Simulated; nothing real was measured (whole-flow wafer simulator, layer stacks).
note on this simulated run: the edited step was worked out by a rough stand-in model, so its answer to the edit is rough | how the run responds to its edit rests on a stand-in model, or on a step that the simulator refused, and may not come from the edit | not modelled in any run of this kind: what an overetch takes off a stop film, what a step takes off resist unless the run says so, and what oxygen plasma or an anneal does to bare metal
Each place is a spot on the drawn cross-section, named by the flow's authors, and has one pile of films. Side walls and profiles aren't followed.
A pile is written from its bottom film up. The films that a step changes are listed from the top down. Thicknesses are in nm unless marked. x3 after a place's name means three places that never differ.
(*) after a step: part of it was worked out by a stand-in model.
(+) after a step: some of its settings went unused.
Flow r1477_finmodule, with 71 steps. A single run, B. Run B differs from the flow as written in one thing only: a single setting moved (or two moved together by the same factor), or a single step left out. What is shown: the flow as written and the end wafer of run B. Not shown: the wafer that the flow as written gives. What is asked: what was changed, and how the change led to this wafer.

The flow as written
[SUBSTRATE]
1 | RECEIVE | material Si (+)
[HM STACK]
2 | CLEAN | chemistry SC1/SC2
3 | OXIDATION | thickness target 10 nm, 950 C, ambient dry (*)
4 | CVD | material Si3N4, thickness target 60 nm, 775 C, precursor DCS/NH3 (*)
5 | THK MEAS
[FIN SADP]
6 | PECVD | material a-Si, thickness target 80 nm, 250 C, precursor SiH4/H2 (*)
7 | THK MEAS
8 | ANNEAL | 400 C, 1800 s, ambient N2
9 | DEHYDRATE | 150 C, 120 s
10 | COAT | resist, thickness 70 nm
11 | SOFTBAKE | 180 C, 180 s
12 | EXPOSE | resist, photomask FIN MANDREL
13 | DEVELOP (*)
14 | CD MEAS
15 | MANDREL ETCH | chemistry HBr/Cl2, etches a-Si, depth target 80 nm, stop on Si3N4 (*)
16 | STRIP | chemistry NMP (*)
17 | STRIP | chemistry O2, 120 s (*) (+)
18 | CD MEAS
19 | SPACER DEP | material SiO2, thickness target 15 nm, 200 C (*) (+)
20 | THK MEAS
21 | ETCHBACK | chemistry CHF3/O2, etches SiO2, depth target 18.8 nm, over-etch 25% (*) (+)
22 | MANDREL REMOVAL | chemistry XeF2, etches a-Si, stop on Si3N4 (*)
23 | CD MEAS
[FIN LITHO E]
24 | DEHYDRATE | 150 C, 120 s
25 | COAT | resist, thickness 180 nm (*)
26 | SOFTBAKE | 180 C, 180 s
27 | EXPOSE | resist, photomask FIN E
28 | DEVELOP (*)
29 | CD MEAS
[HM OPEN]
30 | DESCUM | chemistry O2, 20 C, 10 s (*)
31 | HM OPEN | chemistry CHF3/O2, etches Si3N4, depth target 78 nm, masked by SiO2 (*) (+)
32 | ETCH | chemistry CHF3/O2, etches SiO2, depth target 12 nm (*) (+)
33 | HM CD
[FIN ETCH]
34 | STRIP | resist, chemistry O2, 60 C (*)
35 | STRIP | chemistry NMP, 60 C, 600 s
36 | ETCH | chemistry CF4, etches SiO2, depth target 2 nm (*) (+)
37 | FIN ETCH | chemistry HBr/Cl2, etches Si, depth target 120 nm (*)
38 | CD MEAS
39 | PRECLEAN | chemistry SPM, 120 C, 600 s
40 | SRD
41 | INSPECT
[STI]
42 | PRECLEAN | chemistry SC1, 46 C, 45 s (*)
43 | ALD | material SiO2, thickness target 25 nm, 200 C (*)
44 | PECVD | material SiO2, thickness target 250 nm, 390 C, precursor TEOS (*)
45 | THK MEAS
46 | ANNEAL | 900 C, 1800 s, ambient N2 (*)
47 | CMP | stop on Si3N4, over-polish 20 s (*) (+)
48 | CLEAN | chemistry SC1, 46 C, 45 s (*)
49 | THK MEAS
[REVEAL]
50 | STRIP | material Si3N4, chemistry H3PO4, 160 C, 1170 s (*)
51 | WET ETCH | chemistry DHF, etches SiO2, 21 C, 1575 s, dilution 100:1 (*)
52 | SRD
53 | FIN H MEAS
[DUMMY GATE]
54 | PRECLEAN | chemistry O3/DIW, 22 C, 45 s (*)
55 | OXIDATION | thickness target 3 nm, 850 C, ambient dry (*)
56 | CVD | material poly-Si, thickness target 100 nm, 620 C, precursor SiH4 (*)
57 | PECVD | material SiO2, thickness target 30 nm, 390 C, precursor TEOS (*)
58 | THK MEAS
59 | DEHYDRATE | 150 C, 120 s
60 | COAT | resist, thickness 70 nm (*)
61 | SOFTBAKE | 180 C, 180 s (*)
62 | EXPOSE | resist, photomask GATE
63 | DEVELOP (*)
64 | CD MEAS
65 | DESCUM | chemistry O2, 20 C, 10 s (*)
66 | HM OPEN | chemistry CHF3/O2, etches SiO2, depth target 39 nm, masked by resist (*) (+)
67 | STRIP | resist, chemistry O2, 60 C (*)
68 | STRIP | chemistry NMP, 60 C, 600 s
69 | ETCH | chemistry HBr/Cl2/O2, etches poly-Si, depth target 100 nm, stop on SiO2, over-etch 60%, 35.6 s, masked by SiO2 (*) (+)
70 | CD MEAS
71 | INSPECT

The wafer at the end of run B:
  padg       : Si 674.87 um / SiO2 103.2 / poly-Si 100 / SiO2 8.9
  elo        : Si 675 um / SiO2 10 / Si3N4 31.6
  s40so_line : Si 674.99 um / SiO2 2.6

What caused this: step 57, PECVD: thickness target 14.2 nm was run, while the flow as written has thickness target 30 nm.

How this came from the change, step by step:
  57 | PECVD | material SiO2, thickness target 30 nm, 390 C, precursor TEOS (*)
      pad, padg, elg and 33 more: +14.2 SiO2 (new film) (as written it would have been: +30 SiO2 (new film))
  66 | HM OPEN | chemistry CHF3/O2, etches SiO2, depth target 39 nm, masked by resist (*) (+)
      pad, elo, eso and 15 more: -14.2 SiO2 (all of it), -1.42 poly-Si (as written it would have been: -30 SiO2 (all of it), -1.8 poly-Si)
      padg, elg, esg and 15 more: -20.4 resist (as written it would have been: -37.4 resist)
  67 | STRIP | resist, chemistry O2, 60 C (*)
      padg, elg, esg: -32.9 resist (all of it) (as written it would have been: -15.9 resist (all of it))
      e40lg, e100lg, e200lg: -29.7 resist (all of it) (as written it would have been: -12.8 resist (all of it))
      (as well as at 12 more places)
